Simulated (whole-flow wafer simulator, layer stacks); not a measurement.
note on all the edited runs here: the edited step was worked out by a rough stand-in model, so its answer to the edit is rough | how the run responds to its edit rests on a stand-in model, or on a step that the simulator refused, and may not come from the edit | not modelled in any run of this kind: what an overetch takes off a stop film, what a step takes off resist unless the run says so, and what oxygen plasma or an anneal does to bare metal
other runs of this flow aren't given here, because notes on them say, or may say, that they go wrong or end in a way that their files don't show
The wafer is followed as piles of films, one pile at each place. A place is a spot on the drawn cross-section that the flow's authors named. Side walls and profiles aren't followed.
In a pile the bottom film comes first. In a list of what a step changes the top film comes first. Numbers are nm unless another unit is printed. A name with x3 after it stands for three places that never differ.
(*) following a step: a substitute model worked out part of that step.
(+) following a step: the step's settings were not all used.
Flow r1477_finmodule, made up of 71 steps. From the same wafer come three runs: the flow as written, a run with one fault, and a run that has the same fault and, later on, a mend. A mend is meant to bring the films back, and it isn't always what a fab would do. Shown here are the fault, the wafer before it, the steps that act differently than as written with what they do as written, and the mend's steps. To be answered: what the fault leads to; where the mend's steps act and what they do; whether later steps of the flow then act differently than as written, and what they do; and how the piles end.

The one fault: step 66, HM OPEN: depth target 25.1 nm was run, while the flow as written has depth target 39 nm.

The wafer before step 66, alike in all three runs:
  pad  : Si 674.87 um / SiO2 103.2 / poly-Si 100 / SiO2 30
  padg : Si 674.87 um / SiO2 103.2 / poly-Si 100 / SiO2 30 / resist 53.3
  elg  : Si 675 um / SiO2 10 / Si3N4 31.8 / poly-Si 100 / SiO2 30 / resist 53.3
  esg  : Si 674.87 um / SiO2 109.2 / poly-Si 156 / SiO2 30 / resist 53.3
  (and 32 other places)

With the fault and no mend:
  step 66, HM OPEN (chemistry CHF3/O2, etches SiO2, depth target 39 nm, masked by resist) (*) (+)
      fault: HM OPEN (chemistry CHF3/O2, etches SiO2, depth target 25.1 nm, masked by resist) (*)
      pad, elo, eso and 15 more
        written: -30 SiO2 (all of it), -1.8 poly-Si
        fault: -25.1 SiO2
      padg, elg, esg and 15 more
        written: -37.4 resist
        fault: -24.1 resist
  Later steps of the flow acting differently than as written:
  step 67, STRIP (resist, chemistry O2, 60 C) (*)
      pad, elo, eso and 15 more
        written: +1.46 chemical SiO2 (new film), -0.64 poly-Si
        fault: nothing
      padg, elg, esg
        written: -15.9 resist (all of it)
        fault: -29.2 resist (all of it)
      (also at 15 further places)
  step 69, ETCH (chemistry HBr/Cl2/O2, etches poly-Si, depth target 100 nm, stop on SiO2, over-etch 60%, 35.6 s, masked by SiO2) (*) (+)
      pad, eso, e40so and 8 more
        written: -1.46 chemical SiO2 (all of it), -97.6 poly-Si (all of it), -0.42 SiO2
        fault: -4.9 SiO2 (all of it), -62 poly-Si
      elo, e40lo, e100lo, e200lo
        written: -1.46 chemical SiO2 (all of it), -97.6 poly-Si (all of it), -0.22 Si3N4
        fault: -4.9 SiO2 (all of it), -62 poly-Si
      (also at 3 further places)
  At pad, elo, eso and 15 more, the piles at the end differ from the flow's by more than 2% or 0.5 nm, whichever is larger.
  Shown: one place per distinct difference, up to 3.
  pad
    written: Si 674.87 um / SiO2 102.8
    fault: Si 674.87 um / SiO2 103.2 / poly-Si 38
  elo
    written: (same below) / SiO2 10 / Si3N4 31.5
    fault: (same below) / SiO2 10 / Si3N4 31.8 / poly-Si 38
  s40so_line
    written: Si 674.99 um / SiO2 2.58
    fault: Si 674.99 um / SiO2 3 / poly-Si 38

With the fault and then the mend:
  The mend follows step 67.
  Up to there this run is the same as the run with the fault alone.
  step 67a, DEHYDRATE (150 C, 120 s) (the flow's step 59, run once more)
      leaves every film unchanged at each place that is followed
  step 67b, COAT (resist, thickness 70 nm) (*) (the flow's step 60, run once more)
      e40lg, e100lg, e200lg, e40lo, e100lo, e200lo
        +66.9 resist (new film)
      s40sg, s45sg, s40so, s45so
        +91 resist (new film)
      s40sg_line, s45sg_line, s40so_line, s45so_line
        +68.5 resist (new film)
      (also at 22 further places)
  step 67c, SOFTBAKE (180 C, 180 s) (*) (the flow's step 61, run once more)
      leaves every film unchanged at each place that is followed
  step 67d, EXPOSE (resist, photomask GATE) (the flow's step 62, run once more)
      leaves every film unchanged at each place that is followed
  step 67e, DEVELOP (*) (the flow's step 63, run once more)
      e40lo, e100lo, e200lo
        -66.9 resist (all of it)
      s40so, s45so
        -91 resist (all of it)
      s40so_line, s45so_line
        -68.5 resist (all of it)
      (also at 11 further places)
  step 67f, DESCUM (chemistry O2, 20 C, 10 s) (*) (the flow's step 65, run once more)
      padg, elg, esg and 15 more
        -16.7 resist
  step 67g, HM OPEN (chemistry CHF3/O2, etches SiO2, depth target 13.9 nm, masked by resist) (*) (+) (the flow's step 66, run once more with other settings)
      pad, elo, eso and 15 more
        -4.9 SiO2 (all of it), -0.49 poly-Si
      padg, elg, esg and 15 more
        -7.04 resist
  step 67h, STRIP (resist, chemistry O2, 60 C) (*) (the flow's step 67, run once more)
      pad, elo, eso and 15 more
        +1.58 chemical SiO2 (new film), -0.7 poly-Si
      e40lg, e100lg, e200lg
        -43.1 resist (all of it)
      elg, esg
        -46.2 resist (all of it)
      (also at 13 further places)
  None of the later steps of the flow differs from how it acts as written, at any place that is followed, by more than 2% or 0.5 nm, whichever is larger.
  At the end the piles are close to the flow's at the places that both follow, differing by at most 2% or 0.5 nm, whichever is larger.
